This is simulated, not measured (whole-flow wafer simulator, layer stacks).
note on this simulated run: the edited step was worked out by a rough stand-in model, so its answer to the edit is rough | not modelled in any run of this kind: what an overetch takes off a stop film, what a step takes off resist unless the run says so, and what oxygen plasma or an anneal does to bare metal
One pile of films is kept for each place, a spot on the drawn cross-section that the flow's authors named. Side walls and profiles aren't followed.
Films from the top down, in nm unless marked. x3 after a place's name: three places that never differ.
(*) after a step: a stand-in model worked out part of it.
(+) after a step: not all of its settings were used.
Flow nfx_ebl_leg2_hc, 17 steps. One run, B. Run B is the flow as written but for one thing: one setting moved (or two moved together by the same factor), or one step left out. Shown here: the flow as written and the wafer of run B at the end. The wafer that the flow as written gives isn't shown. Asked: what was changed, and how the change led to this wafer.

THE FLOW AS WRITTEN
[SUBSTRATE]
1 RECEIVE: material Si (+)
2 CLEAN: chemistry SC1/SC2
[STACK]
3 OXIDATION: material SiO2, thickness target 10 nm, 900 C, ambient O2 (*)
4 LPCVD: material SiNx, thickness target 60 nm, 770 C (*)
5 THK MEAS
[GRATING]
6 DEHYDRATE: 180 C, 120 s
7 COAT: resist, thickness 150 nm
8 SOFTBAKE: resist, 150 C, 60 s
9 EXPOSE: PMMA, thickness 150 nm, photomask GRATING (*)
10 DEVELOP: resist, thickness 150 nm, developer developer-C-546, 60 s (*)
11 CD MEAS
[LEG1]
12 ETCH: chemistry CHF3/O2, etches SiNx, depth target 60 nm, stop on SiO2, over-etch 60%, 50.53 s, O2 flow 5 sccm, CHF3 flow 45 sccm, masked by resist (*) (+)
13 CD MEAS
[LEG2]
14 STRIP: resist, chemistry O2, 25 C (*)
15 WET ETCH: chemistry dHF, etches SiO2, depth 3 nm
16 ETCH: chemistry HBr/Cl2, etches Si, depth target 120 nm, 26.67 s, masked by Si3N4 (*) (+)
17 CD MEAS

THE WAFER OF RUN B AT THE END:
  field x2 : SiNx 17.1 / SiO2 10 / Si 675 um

The cause: step 4, LPCVD: thickness target 28.5 nm was run, where the flow has thickness target 60 nm.

How the change led to this, step by step:
  4 LPCVD: material SiNx, thickness target 60 nm, 770 C (*)
      field x2, pad x2: SiNx +28.5 (new film) (as written it would be: SiNx +60 (new film))
  12 ETCH: chemistry CHF3/O2, etches SiNx, depth target 60 nm, stop on SiO2, over-etch 60%, 50.53 s, O2 flow 5 sccm, CHF3 flow 45 sccm, masked by resist (*) (+)
      pad x2: SiNx -28.5 (all of it), SiO2 -10 (all of it) (as written it would be: SiNx -60 (all of it), SiO2 -10 (all of it))
